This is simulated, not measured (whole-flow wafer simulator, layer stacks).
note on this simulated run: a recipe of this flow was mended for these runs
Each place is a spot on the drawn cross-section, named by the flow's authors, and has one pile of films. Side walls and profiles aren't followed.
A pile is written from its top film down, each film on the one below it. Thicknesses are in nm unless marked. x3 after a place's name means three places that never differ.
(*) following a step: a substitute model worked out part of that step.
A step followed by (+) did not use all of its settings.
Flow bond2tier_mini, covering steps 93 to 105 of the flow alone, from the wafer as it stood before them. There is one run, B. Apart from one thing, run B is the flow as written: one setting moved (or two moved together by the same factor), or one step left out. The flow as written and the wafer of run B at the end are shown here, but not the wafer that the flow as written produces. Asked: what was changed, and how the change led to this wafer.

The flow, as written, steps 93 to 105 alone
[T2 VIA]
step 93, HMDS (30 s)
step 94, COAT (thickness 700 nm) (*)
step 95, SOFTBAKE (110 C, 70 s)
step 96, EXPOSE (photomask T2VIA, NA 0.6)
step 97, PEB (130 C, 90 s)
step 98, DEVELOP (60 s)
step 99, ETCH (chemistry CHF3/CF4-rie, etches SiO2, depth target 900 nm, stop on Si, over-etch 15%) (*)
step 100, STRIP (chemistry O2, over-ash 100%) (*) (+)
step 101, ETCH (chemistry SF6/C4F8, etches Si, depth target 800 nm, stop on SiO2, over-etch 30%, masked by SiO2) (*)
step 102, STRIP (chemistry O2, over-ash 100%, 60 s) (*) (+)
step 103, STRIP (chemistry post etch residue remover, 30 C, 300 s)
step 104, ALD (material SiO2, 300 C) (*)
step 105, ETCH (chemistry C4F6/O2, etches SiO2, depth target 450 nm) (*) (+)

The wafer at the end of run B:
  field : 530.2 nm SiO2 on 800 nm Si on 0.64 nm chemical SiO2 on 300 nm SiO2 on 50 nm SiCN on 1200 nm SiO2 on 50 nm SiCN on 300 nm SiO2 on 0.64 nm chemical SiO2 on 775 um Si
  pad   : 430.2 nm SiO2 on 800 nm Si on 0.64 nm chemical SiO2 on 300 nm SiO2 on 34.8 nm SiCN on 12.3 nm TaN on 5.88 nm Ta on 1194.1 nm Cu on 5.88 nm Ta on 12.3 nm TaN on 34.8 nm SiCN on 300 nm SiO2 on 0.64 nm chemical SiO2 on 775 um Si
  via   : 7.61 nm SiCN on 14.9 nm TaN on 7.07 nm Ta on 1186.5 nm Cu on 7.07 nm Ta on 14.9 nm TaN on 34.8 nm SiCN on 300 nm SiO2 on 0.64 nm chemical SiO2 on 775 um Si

What caused this: step 105, ETCH: depth target 509.5 nm was run, while the flow as written has depth target 450 nm.

Step by step, how the change led to this:
  step 105, ETCH (chemistry C4F6/O2, etches SiO2, depth target 450 nm) (*) (+)
      field, pad: -509.5 SiO2 (as written it would have been: -450 SiO2)
      via: -348.1 SiO2 (all of it), -27.2 SiCN (as written it would have been: -348.1 SiO2 (all of it), -17.2 SiCN)
